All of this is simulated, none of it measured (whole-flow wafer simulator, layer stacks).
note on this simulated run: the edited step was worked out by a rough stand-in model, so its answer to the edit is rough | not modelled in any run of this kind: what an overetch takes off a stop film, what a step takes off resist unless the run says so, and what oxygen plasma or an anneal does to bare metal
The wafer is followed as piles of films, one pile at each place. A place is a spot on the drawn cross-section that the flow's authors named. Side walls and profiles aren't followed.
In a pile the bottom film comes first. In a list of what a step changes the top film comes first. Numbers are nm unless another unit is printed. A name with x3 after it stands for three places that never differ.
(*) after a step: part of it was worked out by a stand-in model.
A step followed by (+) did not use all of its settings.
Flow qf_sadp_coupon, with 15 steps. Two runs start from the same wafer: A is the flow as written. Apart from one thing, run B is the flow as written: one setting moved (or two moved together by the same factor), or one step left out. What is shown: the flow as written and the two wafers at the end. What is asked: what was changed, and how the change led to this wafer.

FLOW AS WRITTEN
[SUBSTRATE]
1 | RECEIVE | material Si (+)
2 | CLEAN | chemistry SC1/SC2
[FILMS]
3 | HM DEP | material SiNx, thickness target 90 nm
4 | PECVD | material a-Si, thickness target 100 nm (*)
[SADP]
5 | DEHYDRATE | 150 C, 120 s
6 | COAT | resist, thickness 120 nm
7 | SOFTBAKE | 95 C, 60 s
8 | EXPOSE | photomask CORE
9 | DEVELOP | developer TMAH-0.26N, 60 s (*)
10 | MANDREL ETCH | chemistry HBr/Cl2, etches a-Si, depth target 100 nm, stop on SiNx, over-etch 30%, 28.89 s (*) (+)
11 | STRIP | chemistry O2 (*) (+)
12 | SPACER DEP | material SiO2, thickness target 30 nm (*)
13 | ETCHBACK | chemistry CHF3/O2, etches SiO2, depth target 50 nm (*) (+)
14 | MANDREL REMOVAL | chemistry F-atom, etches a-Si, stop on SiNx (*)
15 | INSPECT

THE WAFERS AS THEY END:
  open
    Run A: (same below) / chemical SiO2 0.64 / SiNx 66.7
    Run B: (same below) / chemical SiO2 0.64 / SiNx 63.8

What caused this: step 4, PECVD: thickness target 80 nm was run, though the flow has thickness target 100 nm.

How this came from the change, step by step:
  4 | PECVD | material a-Si, thickness target 100 nm (*)
      m, open: A +100 a-Si (new film) | B +80 a-Si (new film)
  10 | MANDREL ETCH | chemistry HBr/Cl2, etches a-Si, depth target 100 nm, stop on SiNx, over-etch 30%, 28.89 s (*) (+)
      open: A -100 a-Si (all of it), -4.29 SiNx | B -80 a-Si (all of it), -7.14 SiNx
  14 | MANDREL REMOVAL | chemistry F-atom, etches a-Si, stop on SiNx (*)
      m: A -95.8 a-Si (all of it) | B -75.8 a-Si (all of it)
